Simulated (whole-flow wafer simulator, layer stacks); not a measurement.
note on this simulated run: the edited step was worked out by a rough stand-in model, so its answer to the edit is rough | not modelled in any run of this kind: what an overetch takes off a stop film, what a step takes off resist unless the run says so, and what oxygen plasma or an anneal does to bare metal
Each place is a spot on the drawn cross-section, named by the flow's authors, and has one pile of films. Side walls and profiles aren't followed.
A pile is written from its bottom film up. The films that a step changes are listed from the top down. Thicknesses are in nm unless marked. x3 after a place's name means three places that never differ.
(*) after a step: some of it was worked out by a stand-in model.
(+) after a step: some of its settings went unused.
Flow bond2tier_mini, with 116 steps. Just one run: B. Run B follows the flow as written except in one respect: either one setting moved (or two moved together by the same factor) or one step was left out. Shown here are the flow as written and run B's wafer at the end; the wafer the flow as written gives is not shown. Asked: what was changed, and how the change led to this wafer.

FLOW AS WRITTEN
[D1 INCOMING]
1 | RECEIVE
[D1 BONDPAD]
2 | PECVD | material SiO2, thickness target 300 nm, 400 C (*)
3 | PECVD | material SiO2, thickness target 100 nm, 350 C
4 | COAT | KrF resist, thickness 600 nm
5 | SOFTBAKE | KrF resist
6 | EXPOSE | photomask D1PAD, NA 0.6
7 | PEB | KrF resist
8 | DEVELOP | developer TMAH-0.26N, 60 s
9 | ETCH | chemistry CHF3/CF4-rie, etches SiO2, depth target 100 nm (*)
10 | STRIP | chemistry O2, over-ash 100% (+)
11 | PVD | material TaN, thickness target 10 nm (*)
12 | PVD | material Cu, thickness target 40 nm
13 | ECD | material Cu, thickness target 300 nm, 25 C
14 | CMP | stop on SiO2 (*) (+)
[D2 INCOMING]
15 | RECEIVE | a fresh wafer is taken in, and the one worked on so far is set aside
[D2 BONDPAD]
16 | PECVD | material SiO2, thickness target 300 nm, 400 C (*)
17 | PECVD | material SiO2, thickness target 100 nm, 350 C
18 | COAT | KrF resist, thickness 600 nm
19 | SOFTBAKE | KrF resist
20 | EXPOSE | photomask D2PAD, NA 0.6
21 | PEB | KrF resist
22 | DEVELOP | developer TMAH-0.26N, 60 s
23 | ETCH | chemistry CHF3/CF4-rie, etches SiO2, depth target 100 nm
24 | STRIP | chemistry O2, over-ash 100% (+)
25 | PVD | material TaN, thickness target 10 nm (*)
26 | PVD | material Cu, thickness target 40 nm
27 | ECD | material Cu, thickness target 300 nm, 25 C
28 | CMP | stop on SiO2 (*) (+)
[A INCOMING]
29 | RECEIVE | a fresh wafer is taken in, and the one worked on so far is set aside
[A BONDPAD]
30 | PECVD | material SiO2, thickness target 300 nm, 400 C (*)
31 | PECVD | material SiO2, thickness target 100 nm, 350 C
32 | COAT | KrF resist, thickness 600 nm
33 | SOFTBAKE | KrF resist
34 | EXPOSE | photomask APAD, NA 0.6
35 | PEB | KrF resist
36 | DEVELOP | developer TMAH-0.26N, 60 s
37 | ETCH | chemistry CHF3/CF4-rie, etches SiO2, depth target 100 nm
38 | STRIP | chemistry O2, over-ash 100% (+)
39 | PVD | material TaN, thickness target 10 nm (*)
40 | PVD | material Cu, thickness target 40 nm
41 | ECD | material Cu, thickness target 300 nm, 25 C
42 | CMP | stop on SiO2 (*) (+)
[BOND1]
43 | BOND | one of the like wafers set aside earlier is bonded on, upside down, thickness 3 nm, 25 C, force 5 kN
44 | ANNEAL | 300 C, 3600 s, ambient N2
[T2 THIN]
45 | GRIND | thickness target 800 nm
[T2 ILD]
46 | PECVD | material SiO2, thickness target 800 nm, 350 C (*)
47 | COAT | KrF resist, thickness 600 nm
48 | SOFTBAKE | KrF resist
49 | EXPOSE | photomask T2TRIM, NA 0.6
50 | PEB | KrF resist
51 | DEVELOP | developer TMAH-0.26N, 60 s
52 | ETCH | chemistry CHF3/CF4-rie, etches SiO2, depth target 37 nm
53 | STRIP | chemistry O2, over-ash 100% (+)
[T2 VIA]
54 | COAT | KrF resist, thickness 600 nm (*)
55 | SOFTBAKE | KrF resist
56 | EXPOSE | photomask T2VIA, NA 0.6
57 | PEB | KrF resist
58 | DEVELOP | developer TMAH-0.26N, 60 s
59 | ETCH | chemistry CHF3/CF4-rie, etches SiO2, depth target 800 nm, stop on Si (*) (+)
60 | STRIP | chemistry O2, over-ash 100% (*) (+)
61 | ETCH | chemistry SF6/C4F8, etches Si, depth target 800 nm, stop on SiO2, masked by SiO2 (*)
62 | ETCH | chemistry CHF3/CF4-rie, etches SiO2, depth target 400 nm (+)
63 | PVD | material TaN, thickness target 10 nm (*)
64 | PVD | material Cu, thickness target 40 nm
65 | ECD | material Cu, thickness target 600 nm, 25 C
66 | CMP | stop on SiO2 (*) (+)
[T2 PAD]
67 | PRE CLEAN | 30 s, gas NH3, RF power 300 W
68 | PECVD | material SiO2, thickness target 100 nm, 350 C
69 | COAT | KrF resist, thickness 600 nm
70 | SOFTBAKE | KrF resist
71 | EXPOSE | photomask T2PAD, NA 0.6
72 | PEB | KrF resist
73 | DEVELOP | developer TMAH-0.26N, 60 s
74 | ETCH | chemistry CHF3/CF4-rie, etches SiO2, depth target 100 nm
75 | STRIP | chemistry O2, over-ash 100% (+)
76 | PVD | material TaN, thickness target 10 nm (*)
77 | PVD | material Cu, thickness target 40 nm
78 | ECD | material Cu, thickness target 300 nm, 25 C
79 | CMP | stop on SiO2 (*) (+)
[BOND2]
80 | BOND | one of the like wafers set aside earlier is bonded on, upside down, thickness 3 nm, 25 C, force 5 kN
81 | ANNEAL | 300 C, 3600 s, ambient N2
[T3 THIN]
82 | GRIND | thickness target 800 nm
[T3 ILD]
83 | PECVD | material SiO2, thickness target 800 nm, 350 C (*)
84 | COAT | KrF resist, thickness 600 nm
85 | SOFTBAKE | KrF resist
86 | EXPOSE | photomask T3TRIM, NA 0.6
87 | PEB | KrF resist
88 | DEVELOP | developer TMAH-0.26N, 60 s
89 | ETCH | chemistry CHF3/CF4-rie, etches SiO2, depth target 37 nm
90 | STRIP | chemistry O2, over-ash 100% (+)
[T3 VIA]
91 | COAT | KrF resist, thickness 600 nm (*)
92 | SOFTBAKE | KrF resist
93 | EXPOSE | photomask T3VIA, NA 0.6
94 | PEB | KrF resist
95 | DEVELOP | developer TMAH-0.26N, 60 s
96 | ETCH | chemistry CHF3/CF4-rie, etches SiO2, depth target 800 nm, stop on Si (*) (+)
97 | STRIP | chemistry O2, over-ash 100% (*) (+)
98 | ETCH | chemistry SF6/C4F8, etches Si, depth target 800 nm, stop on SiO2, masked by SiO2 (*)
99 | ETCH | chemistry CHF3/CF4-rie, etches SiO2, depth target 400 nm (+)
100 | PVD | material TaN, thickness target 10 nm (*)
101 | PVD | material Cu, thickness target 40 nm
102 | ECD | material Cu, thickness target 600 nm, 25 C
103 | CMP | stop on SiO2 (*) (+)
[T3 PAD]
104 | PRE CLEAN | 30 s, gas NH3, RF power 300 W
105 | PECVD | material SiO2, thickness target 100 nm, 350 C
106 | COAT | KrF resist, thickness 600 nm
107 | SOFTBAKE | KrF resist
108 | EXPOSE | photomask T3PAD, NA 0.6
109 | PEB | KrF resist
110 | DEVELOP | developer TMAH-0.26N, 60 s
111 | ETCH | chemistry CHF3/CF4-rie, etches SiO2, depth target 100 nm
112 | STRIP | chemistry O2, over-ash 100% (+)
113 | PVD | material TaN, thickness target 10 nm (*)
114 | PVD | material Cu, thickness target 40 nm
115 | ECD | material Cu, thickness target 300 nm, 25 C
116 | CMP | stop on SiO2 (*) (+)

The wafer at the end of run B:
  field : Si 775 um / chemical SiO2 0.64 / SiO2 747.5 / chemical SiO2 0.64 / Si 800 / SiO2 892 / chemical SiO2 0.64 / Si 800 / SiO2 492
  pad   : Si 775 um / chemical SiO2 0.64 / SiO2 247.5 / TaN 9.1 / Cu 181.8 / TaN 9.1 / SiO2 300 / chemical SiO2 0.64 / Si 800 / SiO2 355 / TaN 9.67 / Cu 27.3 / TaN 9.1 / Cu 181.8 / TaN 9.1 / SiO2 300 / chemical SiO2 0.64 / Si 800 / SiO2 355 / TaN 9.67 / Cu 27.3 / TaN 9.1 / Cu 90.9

The reason: step 30, PECVD: thickness target 247.5 nm was run, whereas the flow has thickness target 300 nm.
The wafer lets one read it off: pad has SiO2 247.5, and step 30 as written asks for 300 nm.

How this came from the change, step by step:
  30 | PECVD | material SiO2, thickness target 300 nm, 400 C (*)
      field, pad, via: SiO2 gains 247.5 (new film) (it would be, as written: SiO2 gains 300 (new film))
